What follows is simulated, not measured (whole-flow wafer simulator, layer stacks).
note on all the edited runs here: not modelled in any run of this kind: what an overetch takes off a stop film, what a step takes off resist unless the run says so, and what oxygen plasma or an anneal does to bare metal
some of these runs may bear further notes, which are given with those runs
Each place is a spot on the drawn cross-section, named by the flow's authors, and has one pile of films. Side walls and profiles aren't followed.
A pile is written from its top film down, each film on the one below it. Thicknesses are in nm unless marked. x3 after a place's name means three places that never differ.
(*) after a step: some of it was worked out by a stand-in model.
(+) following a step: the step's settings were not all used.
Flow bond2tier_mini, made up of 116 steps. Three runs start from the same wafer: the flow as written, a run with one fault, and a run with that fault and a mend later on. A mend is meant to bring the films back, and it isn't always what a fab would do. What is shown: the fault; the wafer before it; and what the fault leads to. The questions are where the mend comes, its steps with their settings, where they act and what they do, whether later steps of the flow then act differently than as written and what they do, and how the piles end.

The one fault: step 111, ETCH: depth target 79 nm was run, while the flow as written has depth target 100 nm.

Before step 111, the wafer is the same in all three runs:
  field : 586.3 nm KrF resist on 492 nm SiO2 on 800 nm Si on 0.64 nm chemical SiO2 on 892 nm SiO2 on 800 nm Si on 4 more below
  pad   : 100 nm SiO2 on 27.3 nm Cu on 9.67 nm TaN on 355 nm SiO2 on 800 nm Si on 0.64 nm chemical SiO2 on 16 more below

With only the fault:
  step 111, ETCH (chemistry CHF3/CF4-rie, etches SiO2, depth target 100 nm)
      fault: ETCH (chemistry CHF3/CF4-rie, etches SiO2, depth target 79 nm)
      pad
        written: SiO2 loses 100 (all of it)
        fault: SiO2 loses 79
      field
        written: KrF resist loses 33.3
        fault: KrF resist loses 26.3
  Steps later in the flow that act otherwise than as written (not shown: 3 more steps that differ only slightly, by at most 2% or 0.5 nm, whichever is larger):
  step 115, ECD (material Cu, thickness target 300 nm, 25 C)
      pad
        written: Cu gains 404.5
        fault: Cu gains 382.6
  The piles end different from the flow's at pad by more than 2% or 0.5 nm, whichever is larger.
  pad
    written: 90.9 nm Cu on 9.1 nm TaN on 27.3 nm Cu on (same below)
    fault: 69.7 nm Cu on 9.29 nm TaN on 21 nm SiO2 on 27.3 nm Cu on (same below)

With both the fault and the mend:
  The mend stands after step 112.
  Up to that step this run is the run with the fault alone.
  step 112a, COAT (KrF resist, thickness 600 nm) (*) (a further turn of the flow's step 106)
      field
        KrF resist gains 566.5 (new film)
      pad
        KrF resist gains 634.9 (new film)
  step 112b, SOFTBAKE (KrF resist) (a further turn of the flow's step 107)
      does not change any film at any place that is followed
  step 112c, EXPOSE (photomask T3PAD, NA 0.6) (a further turn of the flow's step 108)
      does not change any film at any place that is followed
  step 112d, PEB (KrF resist) (a further turn of the flow's step 109)
      does not change any film at any place that is followed
  step 112e, DEVELOP (developer TMAH-0.26N, 60 s) (a further turn of the flow's step 110)
      field
        KrF resist loses 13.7
      pad
        KrF resist loses 634.9 (all of it)
  step 112f, ETCH (chemistry CHF3/CF4-rie, etches SiO2, depth target 21 nm) (a further turn of the flow's step 111, with different settings)
      field
        KrF resist loses 7
      pad
        SiO2 loses 21 (all of it)
  step 112g, STRIP (chemistry O2, over-ash 100%) (+) (a further turn of the flow's step 112)
      field
        KrF resist loses 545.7 (all of it)
  None of the later steps of the flow acts differently than as written at any place that is followed.
  At every place that both follow, the piles at the end match the flow's.
